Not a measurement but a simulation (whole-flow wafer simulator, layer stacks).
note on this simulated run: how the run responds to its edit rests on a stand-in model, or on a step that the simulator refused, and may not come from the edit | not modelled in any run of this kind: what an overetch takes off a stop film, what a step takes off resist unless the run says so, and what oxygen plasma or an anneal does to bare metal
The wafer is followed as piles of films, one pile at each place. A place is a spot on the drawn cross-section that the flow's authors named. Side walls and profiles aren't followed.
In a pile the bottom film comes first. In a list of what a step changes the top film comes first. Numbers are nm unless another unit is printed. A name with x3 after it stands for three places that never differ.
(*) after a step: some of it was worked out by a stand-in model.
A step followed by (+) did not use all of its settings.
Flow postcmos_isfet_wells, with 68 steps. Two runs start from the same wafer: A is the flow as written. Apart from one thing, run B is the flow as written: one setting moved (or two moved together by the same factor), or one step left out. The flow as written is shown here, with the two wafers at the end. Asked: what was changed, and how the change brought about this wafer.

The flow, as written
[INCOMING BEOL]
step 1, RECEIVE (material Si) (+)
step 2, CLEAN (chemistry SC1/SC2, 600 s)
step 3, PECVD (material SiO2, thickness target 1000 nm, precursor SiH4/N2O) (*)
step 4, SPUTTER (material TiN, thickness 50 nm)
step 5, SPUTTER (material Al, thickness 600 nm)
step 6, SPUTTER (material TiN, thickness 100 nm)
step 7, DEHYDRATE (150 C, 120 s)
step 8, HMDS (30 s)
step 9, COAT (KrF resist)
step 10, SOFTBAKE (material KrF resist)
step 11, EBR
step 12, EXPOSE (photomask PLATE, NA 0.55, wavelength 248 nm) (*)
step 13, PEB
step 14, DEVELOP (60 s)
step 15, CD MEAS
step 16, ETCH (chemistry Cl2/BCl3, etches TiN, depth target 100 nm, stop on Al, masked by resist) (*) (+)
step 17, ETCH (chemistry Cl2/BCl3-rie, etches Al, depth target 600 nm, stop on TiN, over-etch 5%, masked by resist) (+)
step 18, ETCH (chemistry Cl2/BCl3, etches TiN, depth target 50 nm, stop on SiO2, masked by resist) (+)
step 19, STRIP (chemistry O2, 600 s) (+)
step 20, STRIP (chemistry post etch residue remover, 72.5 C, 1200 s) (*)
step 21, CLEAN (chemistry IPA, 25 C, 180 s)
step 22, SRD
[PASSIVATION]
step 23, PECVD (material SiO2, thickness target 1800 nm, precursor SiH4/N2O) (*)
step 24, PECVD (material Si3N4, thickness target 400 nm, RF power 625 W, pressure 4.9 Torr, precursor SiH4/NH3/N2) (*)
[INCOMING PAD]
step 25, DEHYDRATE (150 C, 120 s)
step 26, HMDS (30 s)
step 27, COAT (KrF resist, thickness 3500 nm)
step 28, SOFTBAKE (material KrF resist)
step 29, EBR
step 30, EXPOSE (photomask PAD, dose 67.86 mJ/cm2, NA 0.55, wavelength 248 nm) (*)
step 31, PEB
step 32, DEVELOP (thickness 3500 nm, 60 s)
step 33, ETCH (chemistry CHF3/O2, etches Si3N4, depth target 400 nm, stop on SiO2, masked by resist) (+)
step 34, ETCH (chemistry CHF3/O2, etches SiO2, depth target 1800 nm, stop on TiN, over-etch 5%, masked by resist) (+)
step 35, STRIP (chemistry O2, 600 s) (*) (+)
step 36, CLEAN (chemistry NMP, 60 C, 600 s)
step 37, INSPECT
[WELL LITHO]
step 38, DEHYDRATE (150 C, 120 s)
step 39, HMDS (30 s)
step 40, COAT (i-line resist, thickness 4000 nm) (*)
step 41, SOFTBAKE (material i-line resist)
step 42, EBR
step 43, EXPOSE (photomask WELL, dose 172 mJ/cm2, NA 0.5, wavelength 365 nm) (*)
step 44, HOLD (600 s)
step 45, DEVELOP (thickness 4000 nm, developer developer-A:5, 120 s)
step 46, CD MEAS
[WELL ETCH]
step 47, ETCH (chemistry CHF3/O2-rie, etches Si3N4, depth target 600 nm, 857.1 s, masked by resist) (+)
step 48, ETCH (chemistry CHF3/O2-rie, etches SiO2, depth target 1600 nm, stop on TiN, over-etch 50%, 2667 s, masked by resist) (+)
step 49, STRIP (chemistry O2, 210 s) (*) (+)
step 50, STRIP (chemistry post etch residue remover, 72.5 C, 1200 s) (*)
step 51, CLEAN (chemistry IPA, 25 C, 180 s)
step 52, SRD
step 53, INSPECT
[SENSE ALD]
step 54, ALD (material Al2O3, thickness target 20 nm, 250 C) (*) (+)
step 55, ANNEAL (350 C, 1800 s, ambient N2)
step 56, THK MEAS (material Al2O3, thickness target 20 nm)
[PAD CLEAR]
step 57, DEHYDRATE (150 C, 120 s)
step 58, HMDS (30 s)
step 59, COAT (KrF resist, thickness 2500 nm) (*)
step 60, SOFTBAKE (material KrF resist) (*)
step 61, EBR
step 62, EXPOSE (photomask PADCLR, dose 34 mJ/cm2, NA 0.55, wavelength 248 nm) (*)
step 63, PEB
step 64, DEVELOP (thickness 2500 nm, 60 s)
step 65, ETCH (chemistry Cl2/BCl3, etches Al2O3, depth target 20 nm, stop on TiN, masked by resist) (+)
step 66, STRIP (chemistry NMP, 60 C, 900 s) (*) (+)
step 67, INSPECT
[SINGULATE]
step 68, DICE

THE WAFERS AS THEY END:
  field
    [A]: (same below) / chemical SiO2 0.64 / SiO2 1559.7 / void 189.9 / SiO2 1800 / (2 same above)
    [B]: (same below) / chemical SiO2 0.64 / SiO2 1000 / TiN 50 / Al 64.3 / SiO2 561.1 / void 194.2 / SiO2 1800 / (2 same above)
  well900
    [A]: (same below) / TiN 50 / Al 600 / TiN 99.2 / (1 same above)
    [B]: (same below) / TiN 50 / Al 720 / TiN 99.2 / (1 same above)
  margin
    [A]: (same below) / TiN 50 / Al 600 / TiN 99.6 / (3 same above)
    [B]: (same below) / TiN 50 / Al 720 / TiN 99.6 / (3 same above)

What caused this: step 5, SPUTTER: thickness 720 nm was run, whereas the flow has thickness 600 nm.
The wafer itself shows it: well900 has Al 720, and step 5 as written asks for 600 nm.

How this came from the change, step by step:
  step 5, SPUTTER (material Al, thickness 600 nm)
      field, margin, well900 and 6 more: A Al gains 600 (new film) | B Al gains 720 (new film)
  step 17, ETCH (chemistry Cl2/BCl3-rie, etches Al, depth target 600 nm, stop on TiN, over-etch 5%, masked by resist) (+)
      field: A Al loses 600 (all of it) | B Al loses 600
  step 18, ETCH (chemistry Cl2/BCl3, etches TiN, depth target 50 nm, stop on SiO2, masked by resist) (+)
      field: A TiN loses 50 (all of it) | B Al loses 50
  step 20, STRIP (chemistry post etch residue remover, 72.5 C, 1200 s) (*)
      field: A nothing | B Al loses 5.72
  step 23, PECVD (material SiO2, thickness target 1800 nm, precursor SiH4/N2O) (*)
      field: A SiO2 gains 1800 (new film), void gains 189.9 (new film), SiO2 gains 559.7 | B SiO2 gains 1800 (new film), void gains 194.2 (new film), SiO2 gains 561.1 (new film)
If metal films that touch count as one body, field has 1 body; the flow as written gives 0 bodies.
